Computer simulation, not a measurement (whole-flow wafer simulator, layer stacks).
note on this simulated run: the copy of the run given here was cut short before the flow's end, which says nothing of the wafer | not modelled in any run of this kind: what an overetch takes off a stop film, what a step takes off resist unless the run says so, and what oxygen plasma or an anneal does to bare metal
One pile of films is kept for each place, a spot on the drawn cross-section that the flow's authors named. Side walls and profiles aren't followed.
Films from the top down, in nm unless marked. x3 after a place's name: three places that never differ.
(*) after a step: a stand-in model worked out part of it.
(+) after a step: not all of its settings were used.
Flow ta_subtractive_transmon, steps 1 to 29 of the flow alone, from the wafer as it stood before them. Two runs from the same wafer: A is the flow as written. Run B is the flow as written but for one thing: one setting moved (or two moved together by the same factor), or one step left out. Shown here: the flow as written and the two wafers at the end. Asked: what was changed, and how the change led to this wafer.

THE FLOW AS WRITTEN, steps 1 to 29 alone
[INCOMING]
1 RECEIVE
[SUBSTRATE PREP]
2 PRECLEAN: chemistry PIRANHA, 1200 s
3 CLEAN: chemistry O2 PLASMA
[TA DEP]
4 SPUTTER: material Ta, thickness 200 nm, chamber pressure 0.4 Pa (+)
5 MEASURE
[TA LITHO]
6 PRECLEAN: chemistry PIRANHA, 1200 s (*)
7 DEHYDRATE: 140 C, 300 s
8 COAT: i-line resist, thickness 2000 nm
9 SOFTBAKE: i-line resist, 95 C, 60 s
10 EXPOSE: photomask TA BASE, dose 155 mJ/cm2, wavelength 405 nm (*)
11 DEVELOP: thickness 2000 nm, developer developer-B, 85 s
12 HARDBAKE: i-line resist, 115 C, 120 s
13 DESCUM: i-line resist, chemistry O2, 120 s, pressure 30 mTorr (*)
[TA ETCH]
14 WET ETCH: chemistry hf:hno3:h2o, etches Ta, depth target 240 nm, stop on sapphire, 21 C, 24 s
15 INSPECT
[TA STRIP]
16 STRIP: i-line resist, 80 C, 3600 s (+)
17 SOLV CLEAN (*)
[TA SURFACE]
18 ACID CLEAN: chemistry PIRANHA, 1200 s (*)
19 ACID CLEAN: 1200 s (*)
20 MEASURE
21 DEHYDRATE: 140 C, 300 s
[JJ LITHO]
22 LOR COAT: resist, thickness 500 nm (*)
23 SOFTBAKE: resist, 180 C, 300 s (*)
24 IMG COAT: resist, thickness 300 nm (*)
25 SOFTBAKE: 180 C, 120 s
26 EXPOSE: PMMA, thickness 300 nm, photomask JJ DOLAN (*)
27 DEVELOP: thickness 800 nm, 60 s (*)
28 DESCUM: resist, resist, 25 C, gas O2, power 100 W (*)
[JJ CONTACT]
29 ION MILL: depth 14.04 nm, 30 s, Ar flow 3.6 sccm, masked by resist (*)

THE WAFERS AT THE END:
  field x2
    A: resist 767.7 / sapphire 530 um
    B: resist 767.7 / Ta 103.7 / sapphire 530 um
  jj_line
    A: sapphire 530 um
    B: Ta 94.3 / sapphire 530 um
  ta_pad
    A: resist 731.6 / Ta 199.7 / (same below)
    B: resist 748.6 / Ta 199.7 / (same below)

The cause: step 14, WET ETCH: 9.6 s was run, where the flow has 24 s.

How the change led to this, step by step:
  14 WET ETCH: chemistry hf:hno3:h2o, etches Ta, depth target 240 nm, stop on sapphire, 21 C, 24 s
      field x2, jj_line, lead: A Ta -200 (all of it) | B Ta -96
  22 LOR COAT: resist, thickness 500 nm (*)
      lead: A resist +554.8 (new film) | B resist +527.4 (new film)
      ta_contact: A resist +443.8 (new film) | B resist +471.7 (new film)
  24 IMG COAT: resist, thickness 300 nm (*)
      lead: A resist +312.6 | B resist +306
      ta_contact: A resist +287.4 | B resist +294.1
      (and at 1 more place)
  27 DEVELOP: thickness 800 nm, 60 s (*)
      lead: A resist -867.4 (all of it) | B resist -833.4 (all of it)
      ta_contact: A resist -731.2 (all of it) | B resist -765.8 (all of it)
  29 ION MILL: depth 14.04 nm, 30 s, Ar flow 3.6 sccm, masked by resist (*)
      jj_line, lead: A sapphire -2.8 | B Ta -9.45
Counting metal films that touch as one body, field x2 has 1 body; the flow as written gives 0 bodies.
Counting metal films that touch as one body, jj_line has 1 body; the flow as written gives 0 bodies.
